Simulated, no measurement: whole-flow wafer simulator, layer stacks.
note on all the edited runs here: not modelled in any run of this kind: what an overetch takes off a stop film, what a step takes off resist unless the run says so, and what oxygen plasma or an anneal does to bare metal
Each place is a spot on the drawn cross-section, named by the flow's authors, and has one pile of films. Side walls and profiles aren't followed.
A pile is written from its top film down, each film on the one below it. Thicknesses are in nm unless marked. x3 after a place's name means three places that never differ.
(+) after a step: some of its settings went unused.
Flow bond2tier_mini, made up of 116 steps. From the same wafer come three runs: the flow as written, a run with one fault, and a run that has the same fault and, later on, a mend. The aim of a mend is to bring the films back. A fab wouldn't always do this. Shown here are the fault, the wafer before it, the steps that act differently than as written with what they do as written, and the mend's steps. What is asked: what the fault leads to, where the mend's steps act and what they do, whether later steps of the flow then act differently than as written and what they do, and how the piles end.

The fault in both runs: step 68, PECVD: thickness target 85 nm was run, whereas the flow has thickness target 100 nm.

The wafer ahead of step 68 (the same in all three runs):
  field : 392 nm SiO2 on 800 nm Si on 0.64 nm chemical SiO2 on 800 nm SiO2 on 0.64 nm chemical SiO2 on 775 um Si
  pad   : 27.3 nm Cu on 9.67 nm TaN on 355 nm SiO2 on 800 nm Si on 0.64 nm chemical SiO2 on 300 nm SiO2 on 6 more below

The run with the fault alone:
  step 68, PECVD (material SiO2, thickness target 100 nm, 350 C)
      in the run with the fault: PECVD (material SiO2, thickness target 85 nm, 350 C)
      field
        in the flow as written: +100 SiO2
        in the run with the fault: +85 SiO2
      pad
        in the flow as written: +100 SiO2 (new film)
        in the run with the fault: +85 SiO2 (new film)
  Steps further on in the flow that do not act as written (2 more steps, not shown, differ only slightly: by at most 2% or 0.5 nm, whichever is larger):
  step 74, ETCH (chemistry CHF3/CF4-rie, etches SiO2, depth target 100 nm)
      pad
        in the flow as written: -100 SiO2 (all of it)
        in the run with the fault: -85 SiO2 (all of it), -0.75 Cu
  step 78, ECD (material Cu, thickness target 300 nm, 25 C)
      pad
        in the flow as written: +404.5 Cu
        in the run with the fault: +389.6 Cu
  At pad, the piles at the end differ from the flow's by more than 2% or 0.5 nm, whichever is larger.
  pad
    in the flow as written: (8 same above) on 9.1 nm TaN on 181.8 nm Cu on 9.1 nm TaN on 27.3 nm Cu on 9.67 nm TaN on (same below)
    in the run with the fault: (8 same above) on 9.1 nm TaN on 167.4 nm Cu on 9.27 nm TaN on 26.6 nm Cu on 9.67 nm TaN on (same below)

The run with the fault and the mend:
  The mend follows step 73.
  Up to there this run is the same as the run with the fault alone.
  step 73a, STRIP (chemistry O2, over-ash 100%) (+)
      field
        -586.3 KrF resist (all of it)
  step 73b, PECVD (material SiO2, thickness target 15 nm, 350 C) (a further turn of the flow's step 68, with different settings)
      field, pad
        +15 SiO2
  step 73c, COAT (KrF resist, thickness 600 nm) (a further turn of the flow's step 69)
      field, pad
        +600 KrF resist (new film)
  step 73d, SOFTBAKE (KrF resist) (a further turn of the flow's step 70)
      leaves every film unchanged at each place that is followed
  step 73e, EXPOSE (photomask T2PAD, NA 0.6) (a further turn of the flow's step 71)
      leaves every film unchanged at each place that is followed
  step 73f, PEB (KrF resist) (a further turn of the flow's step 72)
      leaves every film unchanged at each place that is followed
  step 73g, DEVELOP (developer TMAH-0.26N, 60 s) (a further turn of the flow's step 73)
      field
        -13.7 KrF resist
      pad
        -600 KrF resist (all of it)
  Every later step of the flow that is run acts as written at every place that is followed.
  At every place that both follow, the piles at the end match the flow's.
